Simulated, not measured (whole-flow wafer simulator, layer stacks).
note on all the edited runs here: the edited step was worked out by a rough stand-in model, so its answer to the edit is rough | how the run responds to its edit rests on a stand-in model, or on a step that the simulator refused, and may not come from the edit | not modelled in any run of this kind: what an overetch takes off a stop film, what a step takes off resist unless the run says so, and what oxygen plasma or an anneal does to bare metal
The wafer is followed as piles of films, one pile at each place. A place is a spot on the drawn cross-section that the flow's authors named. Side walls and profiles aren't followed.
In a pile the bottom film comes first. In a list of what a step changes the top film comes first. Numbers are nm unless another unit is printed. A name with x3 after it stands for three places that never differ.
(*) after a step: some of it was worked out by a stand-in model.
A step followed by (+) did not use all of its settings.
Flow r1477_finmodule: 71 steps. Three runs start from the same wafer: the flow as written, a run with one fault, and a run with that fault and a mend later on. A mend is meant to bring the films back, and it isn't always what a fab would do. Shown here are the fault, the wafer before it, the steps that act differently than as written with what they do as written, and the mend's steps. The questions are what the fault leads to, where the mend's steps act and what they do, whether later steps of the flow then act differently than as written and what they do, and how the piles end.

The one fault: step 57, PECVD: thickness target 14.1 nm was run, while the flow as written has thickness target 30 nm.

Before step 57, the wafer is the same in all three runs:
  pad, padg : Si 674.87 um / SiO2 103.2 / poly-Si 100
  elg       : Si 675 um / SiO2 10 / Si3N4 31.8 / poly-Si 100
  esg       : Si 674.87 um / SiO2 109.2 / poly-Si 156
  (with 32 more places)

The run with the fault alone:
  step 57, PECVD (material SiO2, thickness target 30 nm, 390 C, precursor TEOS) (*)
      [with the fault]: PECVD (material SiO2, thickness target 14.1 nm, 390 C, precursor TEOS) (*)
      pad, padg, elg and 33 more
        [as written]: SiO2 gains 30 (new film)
        [with the fault]: SiO2 gains 14.1 (new film)
  Steps further on in the flow that do not act as written (not shown: 3 more steps that differ only slightly, by at most 2% or 0.5 nm, whichever is larger):
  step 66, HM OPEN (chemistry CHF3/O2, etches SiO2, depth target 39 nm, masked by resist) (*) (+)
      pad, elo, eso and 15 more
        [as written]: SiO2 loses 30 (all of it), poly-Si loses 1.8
        [with the fault]: SiO2 loses 14.1 (all of it), poly-Si loses 1.41
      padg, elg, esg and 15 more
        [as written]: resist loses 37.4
        [with the fault]: resist loses 20.3
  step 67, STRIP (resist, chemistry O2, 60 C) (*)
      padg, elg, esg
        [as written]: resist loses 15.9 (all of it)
        [with the fault]: resist loses 33 (all of it)
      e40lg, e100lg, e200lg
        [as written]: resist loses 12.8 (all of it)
        [with the fault]: resist loses 29.9 (all of it)
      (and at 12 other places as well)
  By the end, the piles at padg, elg, esg and 15 more depart from the flow's by more than 2% or 0.5 nm, whichever is larger.
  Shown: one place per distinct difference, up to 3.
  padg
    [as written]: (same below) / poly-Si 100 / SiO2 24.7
    [with the fault]: (same below) / poly-Si 100 / SiO2 8.8
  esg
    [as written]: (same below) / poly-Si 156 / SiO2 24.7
    [with the fault]: (same below) / poly-Si 156 / SiO2 8.8
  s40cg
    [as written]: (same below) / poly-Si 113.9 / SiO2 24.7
    [with the fault]: (same below) / poly-Si 113.9 / SiO2 8.8

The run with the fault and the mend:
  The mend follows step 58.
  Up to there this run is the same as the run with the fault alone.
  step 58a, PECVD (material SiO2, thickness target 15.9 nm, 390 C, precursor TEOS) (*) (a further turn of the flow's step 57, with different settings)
      pad, padg, elg and 33 more
        SiO2 gains 15.9
  Every later step of the flow that is run acts as written at every place that is followed.
  By the end, the piles equal the flow's at every place that both follow.
